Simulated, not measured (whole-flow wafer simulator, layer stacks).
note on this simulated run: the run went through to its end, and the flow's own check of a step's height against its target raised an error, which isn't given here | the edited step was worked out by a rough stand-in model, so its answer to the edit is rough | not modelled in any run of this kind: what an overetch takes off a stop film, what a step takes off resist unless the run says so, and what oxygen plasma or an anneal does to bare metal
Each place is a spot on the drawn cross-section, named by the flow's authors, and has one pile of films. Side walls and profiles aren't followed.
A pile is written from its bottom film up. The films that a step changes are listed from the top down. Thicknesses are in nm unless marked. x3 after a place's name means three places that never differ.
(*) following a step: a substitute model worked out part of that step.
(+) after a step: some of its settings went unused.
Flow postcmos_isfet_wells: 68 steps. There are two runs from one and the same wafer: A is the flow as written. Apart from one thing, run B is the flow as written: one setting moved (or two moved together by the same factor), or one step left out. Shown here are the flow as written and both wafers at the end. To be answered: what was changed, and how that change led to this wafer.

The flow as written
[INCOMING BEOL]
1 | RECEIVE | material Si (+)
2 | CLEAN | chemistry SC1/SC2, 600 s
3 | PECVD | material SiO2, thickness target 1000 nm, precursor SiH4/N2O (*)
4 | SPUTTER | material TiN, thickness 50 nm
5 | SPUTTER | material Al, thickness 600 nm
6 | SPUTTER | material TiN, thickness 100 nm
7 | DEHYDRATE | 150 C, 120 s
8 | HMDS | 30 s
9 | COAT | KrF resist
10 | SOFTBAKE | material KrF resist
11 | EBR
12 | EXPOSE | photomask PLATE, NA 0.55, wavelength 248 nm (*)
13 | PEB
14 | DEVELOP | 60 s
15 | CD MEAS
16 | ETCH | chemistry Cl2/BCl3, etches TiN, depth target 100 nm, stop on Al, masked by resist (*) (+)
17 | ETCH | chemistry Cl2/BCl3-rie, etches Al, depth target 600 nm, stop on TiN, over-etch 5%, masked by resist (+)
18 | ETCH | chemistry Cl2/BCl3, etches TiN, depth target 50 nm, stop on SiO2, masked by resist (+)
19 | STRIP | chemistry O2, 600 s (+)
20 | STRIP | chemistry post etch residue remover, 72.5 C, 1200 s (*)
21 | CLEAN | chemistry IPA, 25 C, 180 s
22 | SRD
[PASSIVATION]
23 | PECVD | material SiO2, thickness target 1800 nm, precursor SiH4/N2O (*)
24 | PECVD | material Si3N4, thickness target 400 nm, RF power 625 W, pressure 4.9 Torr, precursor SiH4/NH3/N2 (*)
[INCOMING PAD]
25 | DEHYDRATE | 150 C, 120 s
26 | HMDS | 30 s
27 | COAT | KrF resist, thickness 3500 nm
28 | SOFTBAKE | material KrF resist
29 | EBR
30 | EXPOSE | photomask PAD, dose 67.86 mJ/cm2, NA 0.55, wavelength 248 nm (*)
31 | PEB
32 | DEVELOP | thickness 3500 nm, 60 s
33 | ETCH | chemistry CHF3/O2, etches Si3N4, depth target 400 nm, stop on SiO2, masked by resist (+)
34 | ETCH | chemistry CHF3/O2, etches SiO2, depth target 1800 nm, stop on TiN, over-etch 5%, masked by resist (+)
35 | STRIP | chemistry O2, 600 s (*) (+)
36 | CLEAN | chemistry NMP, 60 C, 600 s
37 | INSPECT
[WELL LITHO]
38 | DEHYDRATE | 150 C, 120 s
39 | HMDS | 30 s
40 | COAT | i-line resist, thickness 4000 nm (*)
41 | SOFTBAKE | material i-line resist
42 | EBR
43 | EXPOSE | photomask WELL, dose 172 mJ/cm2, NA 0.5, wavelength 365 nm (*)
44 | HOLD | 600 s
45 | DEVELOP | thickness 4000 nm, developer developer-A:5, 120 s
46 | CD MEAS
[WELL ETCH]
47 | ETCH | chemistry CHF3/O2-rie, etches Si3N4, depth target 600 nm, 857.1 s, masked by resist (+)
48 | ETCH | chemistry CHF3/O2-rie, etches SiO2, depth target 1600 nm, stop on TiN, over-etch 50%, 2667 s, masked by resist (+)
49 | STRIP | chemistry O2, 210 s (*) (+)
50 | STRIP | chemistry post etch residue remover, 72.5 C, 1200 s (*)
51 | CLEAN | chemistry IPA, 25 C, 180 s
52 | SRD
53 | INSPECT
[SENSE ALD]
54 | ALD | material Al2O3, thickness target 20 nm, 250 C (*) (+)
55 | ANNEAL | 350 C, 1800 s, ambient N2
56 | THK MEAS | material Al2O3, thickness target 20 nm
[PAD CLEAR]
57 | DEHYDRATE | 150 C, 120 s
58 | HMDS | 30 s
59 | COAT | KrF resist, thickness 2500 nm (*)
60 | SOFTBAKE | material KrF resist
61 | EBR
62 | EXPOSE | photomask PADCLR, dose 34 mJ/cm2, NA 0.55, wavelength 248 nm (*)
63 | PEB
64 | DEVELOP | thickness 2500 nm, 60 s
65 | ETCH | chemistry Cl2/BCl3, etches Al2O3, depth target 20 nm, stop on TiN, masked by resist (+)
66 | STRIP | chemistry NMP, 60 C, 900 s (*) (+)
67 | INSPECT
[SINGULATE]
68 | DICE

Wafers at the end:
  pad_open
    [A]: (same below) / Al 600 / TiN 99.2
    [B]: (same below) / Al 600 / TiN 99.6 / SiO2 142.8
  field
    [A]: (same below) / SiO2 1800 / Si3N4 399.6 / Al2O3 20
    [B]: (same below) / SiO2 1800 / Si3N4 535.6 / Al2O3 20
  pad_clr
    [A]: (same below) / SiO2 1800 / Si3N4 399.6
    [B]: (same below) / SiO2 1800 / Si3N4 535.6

Cause: step 24, PECVD: thickness target 536 nm was run, while the flow as written has thickness target 400 nm.

How this came from the change, step by step:
  24 | PECVD | material Si3N4, thickness target 400 nm, RF power 625 W, pressure 4.9 Torr, precursor SiH4/NH3/N2 (*)
      field, margin, well900, well1300 x3, pad_rim, pad_clr, pad_open: A +400 Si3N4 (new film) | B +536 Si3N4 (new film)
  33 | ETCH | chemistry CHF3/O2, etches Si3N4, depth target 400 nm, stop on SiO2, masked by resist (+)
      pad_open: A -400 Si3N4 (all of it) | B -400 Si3N4
  34 | ETCH | chemistry CHF3/O2, etches SiO2, depth target 1800 nm, stop on TiN, over-etch 5%, masked by resist (+)
      pad_open: A -1800 SiO2 (all of it) | B -136 Si3N4 (all of it), -1657.2 SiO2
  47 | ETCH | chemistry CHF3/O2-rie, etches Si3N4, depth target 600 nm, 857.1 s, masked by resist (+)
      well900, well1300 x3: A -400 Si3N4 (all of it), -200 SiO2 | B -536 Si3N4 (all of it), -64 SiO2
  48 | ETCH | chemistry CHF3/O2-rie, etches SiO2, depth target 1600 nm, stop on TiN, over-etch 50%, 2667 s, masked by resist (+)
      well900, well1300 x3: A -1600 SiO2 (all of it) | B -1736 SiO2 (all of it)
  59 | COAT | KrF resist, thickness 2500 nm (*)
      field: A +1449 KrF resist (new film) | B +1384 KrF resist (new film)
      margin: A +1448.9 KrF resist (new film) | B +1383.9 KrF resist (new film)
  66 | STRIP | chemistry NMP, 60 C, 900 s (*) (+)
      field, margin: A -1400.1 KrF resist (all of it) | B -1335.6 KrF resist (all of it)
